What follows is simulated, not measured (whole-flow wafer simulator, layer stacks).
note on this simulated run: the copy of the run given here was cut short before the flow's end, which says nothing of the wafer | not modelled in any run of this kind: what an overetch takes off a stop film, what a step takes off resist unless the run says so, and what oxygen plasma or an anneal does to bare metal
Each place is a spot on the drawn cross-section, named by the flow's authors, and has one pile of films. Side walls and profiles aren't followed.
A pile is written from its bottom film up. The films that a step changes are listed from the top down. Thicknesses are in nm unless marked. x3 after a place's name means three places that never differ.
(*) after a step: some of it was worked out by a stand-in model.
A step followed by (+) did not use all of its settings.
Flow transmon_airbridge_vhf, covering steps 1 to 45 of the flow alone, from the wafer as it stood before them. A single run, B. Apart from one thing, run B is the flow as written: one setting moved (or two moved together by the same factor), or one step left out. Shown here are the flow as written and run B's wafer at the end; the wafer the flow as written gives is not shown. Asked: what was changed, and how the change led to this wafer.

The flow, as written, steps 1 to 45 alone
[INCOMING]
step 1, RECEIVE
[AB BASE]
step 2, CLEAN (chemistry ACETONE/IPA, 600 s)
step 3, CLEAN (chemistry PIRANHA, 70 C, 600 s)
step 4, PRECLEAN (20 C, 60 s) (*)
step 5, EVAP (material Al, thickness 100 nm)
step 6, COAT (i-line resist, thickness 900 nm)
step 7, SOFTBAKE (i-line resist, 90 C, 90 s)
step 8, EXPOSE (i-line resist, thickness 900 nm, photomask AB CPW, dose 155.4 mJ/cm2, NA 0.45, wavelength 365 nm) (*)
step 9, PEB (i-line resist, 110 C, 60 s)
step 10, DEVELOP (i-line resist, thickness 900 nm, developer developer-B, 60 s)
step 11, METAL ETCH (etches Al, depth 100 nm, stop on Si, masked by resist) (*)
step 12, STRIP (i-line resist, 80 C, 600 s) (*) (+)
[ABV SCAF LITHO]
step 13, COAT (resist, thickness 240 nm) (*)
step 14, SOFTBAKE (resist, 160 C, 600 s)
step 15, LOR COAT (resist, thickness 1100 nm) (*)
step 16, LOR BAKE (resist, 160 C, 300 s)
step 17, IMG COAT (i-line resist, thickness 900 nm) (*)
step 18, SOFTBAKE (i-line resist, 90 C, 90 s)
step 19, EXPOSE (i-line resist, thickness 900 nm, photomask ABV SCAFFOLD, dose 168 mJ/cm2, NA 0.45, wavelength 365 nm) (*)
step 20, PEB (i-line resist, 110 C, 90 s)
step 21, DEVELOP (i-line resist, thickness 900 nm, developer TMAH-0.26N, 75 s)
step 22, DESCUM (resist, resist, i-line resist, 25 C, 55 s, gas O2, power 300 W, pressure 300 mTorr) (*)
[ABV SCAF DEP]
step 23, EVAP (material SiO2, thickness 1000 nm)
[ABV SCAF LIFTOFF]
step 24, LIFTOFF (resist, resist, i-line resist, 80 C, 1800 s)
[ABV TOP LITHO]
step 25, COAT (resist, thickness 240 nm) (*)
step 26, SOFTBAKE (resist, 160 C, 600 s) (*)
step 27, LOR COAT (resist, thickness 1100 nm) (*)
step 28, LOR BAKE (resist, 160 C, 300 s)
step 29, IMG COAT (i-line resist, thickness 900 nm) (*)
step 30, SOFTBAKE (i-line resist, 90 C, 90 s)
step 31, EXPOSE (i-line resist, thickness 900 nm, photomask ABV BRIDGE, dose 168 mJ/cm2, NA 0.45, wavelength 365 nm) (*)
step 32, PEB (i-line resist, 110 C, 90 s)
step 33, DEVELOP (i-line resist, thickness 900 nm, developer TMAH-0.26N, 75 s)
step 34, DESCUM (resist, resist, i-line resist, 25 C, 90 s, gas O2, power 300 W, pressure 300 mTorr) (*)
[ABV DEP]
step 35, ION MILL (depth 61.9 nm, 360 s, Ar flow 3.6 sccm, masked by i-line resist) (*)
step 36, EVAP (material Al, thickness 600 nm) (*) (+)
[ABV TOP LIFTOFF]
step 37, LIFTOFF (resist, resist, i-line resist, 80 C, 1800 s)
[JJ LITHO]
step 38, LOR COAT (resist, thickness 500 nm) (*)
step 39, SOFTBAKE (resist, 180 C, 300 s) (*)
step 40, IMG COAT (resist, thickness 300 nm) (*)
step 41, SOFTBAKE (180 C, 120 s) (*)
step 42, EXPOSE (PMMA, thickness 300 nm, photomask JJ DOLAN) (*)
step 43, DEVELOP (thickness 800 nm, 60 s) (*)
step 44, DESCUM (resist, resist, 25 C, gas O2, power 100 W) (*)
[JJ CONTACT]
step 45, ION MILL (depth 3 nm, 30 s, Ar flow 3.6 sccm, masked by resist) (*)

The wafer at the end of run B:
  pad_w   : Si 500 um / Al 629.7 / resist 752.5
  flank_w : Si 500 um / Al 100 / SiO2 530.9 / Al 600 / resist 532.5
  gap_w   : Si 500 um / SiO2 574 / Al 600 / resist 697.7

Cause: step 23, EVAP: thickness 610 nm was run, whereas the flow has thickness 1000 nm.

The path from the change to this, step by step:
  step 23, EVAP (material SiO2, thickness 1000 nm)
      field x3, jj_line, ground_far and 10 more: SiO2 gains 610 (new film) (in the flow as written it would be: SiO2 gains 1000 (new film))
      flank_w, flank_e: SiO2 gains 566.9 (new film) (in the flow as written it would be: SiO2 gains 929.3 (new film))
  step 24, LIFTOFF (resist, resist, i-line resist, 80 C, 1800 s)
      field x3, jj_line, trace_open_s x2: SiO2 loses 610 (all of it), i-line resist loses 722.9 (all of it), resist loses 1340 (all of it) (in the flow as written it would be: SiO2 loses 1000 (all of it), i-line resist loses 722.9 (all of it), resist loses 1340 (all of it))
      pad_w, pad_e: SiO2 loses 610 (all of it), i-line resist loses 718 (all of it), resist loses 1330.2 (all of it) (in the flow as written it would be: SiO2 loses 1000 (all of it), i-line resist loses 718 (all of it), resist loses 1330.2 (all of it))
      (and at 1 other place as well)
  step 25, COAT (resist, thickness 240 nm) (*)
      flank_w, flank_e: resist gains 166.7 (new film) (in the flow as written it would be: resist gains 152.6 (new film))
      gap_w, gap_e: resist gains 227.3 (new film) (in the flow as written it would be: resist gains 210.7 (new film))
      (and at 6 other places as well)
  step 27, LOR COAT (resist, thickness 1100 nm) (*)
      gap_w, gap_e: resist gains 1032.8 (in the flow as written it would be: resist gains 977.8)
      margin_s, margin_n: resist gains 921.1 (in the flow as written it would be: resist gains 823.4)
      (and at 6 other places as well)
  step 29, IMG COAT (i-line resist, thickness 900 nm) (*)
      gap_w, gap_e: i-line resist gains 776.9 (new film) (in the flow as written it would be: i-line resist gains 681.7 (new film))
      margin_s, margin_n: i-line resist gains 725.9 (new film) (in the flow as written it would be: i-line resist gains 603.2 (new film))
      (and at 7 other places as well)
  step 32, PEB (i-line resist, 110 C, 90 s)
      pad_w, pad_e: i-line resist loses 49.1 (in the flow as written it would be: i-line resist loses 51)
      flank_w, flank_e: i-line resist loses 42.1 (in the flow as written it would be: i-line resist loses 38.3)
      (and at 7 other places as well)
  step 33, DEVELOP (i-line resist, thickness 900 nm, developer TMAH-0.26N, 75 s)
      gap_w, gap_e: i-line resist loses 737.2 (all of it), resist loses 1032.8 (in the flow as written it would be: i-line resist loses 646.9 (all of it), resist loses 977.8)
      pad_w: i-line resist loses 903.6 (all of it), resist loses 1186.6 (in the flow as written it would be: i-line resist loses 937.2 (all of it), resist loses 1247.8)
      (and at 5 other places as well)
  step 34, DESCUM (resist, resist, i-line resist, 25 C, 90 s, gas O2, power 300 W, pressure 300 mTorr) (*)
      flank_w, flank_e: resist loses 166.7 (all of it) (in the flow as written it would be: resist loses 152.6 (all of it))
      gap_w, gap_e: resist loses 227.3 (all of it) (in the flow as written it would be: resist loses 210.7 (all of it))
      (and at 4 other places as well)
  step 37, LIFTOFF (resist, resist, i-line resist, 80 C, 1800 s)
      margin_s, margin_n: Al loses 600 (all of it), i-line resist loses 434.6 (all of it), resist loses 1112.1 (all of it) (in the flow as written it would be: Al loses 600 (all of it), i-line resist loses 318.3 (all of it), resist loses 992 (all of it))
      ground_far: Al loses 600 (all of it), i-line resist loses 669.2 (all of it), resist loses 1370.6 (all of it) (in the flow as written it would be: Al loses 600 (all of it), i-line resist loses 717.9 (all of it), resist loses 1384.9 (all of it))
  step 38, LOR COAT (resist, thickness 500 nm) (*)
      pad_w, pad_e: resist gains 494.5 (new film) (in the flow as written it would be: resist gains 517 (new film))
      flank_w, flank_e: resist gains 339.3 (new film) (in the flow as written it would be: resist gains 306.5 (new film))
      (and at 6 other places as well)
  step 40, IMG COAT (resist, thickness 300 nm) (*)
      pad_w, pad_e: resist gains 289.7 (in the flow as written it would be: resist gains 300.1)
      flank_w, flank_e: resist gains 225 (in the flow as written it would be: resist gains 212.1)
      (and at 6 other places as well)
